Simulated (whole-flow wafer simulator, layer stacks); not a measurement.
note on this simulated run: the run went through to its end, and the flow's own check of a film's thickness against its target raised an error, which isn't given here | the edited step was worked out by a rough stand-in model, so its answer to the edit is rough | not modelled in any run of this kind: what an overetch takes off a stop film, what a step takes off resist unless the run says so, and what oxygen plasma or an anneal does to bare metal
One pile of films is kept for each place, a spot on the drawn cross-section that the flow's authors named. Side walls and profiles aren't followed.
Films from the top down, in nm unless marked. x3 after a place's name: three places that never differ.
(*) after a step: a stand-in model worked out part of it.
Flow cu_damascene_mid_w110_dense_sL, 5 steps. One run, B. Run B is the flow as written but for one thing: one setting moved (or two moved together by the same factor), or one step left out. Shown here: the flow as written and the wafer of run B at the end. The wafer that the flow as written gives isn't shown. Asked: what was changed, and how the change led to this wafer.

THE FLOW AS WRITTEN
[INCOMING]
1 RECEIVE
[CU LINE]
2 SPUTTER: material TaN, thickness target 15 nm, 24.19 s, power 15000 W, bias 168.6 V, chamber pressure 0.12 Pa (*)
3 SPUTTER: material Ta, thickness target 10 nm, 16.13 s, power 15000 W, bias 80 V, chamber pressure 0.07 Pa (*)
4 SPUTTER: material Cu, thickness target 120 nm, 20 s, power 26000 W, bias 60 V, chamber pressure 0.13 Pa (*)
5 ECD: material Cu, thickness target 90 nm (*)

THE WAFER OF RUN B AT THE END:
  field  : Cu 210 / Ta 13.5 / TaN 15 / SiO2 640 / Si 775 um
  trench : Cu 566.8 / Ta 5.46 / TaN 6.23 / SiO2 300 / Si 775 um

The cause: step 3, SPUTTER: thickness target 13.5 nm was run, where the flow has thickness target 10 nm; step 3, SPUTTER: 21.78 s was run, where the flow has 16.13 s.
It can be read off the wafer: field has Ta 13.5, and step 3 as written asks for 10 nm.

How the change led to this, step by step:
  3 SPUTTER: material Ta, thickness target 10 nm, 16.13 s, power 15000 W, bias 80 V, chamber pressure 0.07 Pa (*)
      field: Ta +13.5 (new film) (as written it would be: Ta +10 (new film))
      trench: Ta +5.46 (new film) (as written it would be: Ta +4.05 (new film))
